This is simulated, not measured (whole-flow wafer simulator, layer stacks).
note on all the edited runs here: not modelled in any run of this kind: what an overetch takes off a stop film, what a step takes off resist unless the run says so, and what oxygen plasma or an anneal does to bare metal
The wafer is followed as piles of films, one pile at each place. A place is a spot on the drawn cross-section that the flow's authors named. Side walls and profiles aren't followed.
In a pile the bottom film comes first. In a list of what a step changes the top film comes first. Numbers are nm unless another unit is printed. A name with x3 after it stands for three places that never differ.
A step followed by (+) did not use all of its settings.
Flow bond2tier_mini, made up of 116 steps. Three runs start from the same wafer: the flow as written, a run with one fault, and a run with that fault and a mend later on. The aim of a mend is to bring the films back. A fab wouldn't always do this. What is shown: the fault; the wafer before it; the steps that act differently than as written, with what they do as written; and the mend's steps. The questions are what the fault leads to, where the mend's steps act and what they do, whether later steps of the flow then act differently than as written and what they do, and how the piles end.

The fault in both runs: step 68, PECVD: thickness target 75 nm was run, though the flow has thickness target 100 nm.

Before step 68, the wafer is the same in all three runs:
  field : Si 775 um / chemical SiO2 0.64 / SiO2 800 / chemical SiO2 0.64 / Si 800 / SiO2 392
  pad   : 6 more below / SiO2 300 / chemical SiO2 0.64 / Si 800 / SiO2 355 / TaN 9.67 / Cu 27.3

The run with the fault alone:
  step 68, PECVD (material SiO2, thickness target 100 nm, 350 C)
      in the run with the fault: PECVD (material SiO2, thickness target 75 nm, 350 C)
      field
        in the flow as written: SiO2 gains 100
        in the run with the fault: SiO2 gains 75
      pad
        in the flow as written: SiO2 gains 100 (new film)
        in the run with the fault: SiO2 gains 75 (new film)
  Later steps of the flow acting differently than as written (1 more step, not shown, differs only slightly: by at most 2% or 0.5 nm, whichever is larger):
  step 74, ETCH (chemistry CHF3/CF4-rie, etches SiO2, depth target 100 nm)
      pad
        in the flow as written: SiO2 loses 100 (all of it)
        in the run with the fault: SiO2 loses 75 (all of it), Cu loses 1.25
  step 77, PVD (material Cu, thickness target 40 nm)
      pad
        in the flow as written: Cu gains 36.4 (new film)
        in the run with the fault: Cu gains 37.2 (new film)
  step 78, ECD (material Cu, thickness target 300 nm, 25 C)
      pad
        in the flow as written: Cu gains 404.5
        in the run with the fault: Cu gains 379.7
  By the end, the piles at field, pad depart from the flow's by more than 2% or 0.5 nm, whichever is larger.
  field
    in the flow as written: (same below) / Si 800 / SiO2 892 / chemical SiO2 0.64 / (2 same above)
    in the run with the fault: (same below) / Si 800 / SiO2 867 / chemical SiO2 0.64 / (2 same above)
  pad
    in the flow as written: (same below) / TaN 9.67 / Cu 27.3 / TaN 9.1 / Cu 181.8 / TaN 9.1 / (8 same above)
    in the run with the fault: (same below) / TaN 9.67 / Cu 26.1 / TaN 9.36 / Cu 157.8 / TaN 9.1 / (8 same above)

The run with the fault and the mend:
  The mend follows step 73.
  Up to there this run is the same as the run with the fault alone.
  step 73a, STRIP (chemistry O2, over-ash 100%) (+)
      field
        KrF resist loses 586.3 (all of it)
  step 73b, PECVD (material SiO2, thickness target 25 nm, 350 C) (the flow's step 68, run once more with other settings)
      field, pad
        SiO2 gains 25
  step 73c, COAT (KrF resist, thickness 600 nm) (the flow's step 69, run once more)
      field, pad
        KrF resist gains 600 (new film)
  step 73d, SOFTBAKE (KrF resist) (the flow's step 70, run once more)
      does not change any film at any place that is followed
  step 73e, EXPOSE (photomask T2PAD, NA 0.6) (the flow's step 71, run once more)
      does not change any film at any place that is followed
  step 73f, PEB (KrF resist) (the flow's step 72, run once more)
      does not change any film at any place that is followed
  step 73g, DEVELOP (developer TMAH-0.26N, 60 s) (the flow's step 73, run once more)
      field
        KrF resist loses 13.7
      pad
        KrF resist loses 600 (all of it)
  None of the later steps of the flow acts differently than as written at any place that is followed.
  By the end, the piles equal the flow's at every place that both follow.
